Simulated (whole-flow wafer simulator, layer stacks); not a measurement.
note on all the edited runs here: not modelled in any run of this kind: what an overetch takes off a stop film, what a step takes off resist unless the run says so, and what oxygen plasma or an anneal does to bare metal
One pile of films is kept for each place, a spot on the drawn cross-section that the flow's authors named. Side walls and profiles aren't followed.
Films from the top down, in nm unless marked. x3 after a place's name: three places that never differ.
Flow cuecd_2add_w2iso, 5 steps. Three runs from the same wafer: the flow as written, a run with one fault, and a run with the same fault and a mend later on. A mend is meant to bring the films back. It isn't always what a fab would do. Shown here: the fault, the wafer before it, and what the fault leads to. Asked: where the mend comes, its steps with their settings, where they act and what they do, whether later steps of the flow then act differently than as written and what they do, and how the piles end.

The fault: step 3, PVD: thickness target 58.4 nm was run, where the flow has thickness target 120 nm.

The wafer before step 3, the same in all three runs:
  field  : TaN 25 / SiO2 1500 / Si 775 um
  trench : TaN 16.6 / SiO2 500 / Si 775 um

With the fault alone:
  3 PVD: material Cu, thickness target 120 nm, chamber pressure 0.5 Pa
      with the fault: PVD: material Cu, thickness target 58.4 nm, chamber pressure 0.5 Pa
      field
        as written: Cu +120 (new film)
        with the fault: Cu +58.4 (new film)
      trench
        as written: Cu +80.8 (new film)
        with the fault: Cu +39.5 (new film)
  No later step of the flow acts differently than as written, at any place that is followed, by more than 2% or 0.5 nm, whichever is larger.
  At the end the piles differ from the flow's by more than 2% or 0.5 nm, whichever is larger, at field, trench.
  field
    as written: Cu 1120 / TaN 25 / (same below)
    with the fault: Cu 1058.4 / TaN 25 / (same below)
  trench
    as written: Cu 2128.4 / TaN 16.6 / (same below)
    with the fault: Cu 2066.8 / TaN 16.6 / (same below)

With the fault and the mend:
  The mend comes after step 3.
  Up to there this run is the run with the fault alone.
  3a PVD: material Cu, thickness target 61.6 nm, chamber pressure 0.5 Pa (the flow's step 3 once more, with other settings)
      field
        Cu +61.6
      trench
        Cu +40.9
  No later step of the flow acts differently than as written, at any place that is followed, by more than 2% or 0.5 nm, whichever is larger.
  At the end the piles are the same as the flow's at every place that both follow.
